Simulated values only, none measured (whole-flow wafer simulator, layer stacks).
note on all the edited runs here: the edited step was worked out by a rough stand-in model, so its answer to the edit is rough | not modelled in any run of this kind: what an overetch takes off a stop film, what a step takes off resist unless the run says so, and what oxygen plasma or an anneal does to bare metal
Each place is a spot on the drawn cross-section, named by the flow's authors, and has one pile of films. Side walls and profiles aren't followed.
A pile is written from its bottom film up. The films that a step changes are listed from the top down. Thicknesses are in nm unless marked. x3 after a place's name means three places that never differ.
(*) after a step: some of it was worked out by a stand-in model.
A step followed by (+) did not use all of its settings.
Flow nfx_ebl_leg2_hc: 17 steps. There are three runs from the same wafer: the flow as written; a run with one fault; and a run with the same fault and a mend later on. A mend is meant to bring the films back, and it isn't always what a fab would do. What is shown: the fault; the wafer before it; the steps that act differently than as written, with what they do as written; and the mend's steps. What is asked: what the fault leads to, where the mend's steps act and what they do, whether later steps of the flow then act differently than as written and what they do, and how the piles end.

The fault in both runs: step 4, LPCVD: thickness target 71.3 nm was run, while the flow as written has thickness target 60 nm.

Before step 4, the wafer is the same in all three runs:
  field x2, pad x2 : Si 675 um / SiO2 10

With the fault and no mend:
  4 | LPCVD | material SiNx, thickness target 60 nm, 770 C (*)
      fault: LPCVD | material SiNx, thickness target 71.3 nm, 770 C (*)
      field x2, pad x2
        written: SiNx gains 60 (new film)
        fault: SiNx gains 71.3 (new film)
  Steps later in the flow that act otherwise than as written:
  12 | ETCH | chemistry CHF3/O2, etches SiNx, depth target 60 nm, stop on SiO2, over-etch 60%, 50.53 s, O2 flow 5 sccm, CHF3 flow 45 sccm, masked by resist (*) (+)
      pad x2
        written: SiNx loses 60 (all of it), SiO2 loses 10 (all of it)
        fault: SiNx loses 71.3 (all of it), SiO2 loses 10 (all of it)
  The piles end different from the flow's at field x2 by more than 2% or 0.5 nm, whichever is larger.
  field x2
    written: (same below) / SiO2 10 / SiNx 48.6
    fault: (same below) / SiO2 10 / SiNx 59.9

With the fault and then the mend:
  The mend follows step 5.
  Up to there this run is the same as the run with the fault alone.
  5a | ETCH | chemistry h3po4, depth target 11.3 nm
      field x2, pad x2
        SiNx loses 11.3
  Later steps of the flow that are run all act as written at every place that is followed.
  At every place that both follow, the piles at the end match the flow's.
